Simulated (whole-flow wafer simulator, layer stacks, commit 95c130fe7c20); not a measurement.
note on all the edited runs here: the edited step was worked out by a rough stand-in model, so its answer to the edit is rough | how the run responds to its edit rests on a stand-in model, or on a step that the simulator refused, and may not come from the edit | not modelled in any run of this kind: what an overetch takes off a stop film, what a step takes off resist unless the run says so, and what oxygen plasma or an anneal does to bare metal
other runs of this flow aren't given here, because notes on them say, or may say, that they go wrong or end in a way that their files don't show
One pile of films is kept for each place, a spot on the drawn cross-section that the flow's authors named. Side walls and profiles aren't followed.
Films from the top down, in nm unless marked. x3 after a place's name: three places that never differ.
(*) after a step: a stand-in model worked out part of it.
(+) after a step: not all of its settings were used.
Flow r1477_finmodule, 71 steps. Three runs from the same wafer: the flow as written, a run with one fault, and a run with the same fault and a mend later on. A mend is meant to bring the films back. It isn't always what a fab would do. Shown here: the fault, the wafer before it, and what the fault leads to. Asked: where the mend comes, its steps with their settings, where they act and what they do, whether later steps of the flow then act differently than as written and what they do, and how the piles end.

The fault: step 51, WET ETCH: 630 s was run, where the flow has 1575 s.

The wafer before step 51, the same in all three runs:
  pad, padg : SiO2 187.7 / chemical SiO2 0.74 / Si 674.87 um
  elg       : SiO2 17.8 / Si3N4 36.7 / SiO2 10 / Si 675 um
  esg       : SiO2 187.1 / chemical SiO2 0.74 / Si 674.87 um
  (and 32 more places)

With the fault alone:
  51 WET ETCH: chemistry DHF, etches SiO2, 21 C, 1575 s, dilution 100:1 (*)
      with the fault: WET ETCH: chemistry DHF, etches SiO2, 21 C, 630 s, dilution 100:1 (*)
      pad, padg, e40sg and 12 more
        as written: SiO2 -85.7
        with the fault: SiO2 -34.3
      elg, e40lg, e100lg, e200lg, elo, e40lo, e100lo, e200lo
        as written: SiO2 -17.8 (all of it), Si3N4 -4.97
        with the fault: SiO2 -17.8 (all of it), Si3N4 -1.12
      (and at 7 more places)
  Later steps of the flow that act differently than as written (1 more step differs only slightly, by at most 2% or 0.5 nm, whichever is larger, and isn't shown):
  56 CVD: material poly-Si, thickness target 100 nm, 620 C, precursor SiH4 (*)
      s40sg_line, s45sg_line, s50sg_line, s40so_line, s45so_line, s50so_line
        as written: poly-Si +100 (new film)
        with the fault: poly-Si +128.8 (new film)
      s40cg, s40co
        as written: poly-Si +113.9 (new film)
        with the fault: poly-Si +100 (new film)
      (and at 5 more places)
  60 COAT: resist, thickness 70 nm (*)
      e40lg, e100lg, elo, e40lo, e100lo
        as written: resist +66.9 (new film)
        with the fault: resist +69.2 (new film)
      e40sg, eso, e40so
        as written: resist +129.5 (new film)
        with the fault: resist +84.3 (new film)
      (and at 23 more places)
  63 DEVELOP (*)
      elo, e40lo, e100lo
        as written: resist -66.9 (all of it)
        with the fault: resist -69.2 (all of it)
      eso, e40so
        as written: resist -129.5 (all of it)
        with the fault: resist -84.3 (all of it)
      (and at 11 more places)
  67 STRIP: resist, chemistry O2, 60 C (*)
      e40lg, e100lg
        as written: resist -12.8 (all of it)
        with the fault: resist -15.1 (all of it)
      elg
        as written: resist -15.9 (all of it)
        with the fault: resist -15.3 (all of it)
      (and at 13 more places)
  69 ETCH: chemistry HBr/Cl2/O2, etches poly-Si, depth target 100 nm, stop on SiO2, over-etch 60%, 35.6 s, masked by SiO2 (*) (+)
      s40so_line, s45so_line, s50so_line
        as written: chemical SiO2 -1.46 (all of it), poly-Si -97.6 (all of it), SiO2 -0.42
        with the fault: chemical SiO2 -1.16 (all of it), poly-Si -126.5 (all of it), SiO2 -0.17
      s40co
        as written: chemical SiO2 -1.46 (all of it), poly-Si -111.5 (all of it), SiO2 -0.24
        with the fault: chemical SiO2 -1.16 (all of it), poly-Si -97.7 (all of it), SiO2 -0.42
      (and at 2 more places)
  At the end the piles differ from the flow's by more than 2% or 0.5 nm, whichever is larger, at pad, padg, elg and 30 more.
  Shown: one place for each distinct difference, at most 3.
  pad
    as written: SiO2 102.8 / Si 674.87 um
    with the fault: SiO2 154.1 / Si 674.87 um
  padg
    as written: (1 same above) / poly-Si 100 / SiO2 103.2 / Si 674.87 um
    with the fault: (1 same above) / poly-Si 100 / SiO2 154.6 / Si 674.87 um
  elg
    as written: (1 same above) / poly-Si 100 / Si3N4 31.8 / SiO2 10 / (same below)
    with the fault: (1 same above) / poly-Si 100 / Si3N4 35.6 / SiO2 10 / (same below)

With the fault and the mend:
  The mend comes after step 51.
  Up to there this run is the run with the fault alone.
  51a WET ETCH: chemistry DHF, etches SiO2, 21 C, 945 s, dilution 100:1 (*) (the flow's step 51 once more, with other settings)
      pad, padg, e40sg and 12 more
        SiO2 -51.4
      elg, e40lg, e100lg, e200lg, elo, e40lo, e100lo, e200lo
        Si3N4 -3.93
      esg, s40cg, s45cg, s50cg, s40co, s45co, s50co
        SiO2 -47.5
  No later step of the flow acts differently than as written, at any place that is followed, by more than 2% or 0.5 nm, whichever is larger.
  At the end the piles differ from the flow's only slightly at the places that both follow, by at most 2% or 0.5 nm, whichever is larger.
